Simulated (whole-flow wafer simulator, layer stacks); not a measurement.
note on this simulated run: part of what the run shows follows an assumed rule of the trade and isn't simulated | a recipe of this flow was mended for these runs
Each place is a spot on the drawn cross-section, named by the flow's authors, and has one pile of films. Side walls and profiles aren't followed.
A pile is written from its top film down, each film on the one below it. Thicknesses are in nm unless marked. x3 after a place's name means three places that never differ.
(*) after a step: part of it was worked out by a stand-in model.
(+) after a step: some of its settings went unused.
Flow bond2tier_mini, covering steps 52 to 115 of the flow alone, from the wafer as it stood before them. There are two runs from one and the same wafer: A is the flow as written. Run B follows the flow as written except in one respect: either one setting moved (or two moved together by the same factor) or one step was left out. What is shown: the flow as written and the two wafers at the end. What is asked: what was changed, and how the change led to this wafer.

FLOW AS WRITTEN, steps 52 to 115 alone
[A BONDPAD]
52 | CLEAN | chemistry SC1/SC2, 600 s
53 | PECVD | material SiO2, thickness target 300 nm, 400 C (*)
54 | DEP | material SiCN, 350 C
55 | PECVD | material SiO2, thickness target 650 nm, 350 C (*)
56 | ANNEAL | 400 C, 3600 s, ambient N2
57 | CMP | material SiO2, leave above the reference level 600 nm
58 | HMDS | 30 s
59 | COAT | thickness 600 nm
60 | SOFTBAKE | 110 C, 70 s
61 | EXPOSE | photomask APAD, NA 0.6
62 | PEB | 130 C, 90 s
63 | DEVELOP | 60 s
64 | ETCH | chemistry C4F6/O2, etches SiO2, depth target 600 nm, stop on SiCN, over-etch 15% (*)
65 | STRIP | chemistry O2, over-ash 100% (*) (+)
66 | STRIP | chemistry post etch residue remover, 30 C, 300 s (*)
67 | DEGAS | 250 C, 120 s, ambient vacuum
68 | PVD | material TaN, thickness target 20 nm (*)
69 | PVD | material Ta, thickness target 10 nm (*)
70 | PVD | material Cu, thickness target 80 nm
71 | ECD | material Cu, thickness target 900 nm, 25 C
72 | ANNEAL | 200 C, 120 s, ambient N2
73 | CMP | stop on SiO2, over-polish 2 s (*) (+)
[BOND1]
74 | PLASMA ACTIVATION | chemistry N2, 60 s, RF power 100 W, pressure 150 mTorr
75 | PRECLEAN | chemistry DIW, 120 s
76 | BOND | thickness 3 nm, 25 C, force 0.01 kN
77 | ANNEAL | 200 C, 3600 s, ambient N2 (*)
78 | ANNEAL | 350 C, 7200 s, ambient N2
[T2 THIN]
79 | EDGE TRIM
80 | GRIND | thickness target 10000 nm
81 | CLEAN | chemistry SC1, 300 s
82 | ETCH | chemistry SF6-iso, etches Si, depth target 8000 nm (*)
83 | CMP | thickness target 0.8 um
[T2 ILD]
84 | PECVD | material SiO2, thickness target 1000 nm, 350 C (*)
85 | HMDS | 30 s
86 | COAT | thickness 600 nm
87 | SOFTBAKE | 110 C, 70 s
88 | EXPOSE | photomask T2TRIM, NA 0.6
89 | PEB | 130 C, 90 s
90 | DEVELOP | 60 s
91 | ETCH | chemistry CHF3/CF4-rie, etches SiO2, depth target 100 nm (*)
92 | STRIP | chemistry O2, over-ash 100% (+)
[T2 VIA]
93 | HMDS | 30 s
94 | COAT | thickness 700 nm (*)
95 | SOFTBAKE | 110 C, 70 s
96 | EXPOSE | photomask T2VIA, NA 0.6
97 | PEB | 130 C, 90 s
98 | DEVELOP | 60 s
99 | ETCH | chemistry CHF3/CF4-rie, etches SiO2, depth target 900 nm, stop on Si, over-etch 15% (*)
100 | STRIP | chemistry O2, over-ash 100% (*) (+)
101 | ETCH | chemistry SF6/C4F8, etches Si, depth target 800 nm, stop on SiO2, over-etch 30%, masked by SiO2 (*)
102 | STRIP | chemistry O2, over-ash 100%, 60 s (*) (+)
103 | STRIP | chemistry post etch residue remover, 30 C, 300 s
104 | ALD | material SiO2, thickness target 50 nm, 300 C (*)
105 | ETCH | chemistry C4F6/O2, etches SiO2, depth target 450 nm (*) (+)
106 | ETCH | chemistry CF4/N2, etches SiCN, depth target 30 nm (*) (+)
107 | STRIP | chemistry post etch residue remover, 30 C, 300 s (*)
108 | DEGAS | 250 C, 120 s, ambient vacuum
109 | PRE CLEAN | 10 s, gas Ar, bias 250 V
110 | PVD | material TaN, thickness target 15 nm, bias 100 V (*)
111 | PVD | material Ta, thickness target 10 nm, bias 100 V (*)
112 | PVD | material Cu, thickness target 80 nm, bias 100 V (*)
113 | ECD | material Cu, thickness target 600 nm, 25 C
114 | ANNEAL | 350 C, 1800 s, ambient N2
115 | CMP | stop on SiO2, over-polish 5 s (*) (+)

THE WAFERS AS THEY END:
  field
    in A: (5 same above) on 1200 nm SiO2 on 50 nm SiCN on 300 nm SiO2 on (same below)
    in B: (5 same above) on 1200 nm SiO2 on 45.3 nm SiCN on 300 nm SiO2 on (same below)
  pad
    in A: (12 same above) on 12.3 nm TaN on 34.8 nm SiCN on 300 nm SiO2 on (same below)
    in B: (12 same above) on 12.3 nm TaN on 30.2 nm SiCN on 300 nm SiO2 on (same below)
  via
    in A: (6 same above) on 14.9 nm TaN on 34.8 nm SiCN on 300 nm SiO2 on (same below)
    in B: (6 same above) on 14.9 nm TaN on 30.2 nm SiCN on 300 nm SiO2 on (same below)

The reason: step 54, DEP: 374 C was run, while the flow as written has 350 C.

How this came from the change, step by step:
  54 | DEP | material SiCN, 350 C
      field, pad, via: A SiCN gains 50 (new film) | B SiCN gains 45.3 (new film)
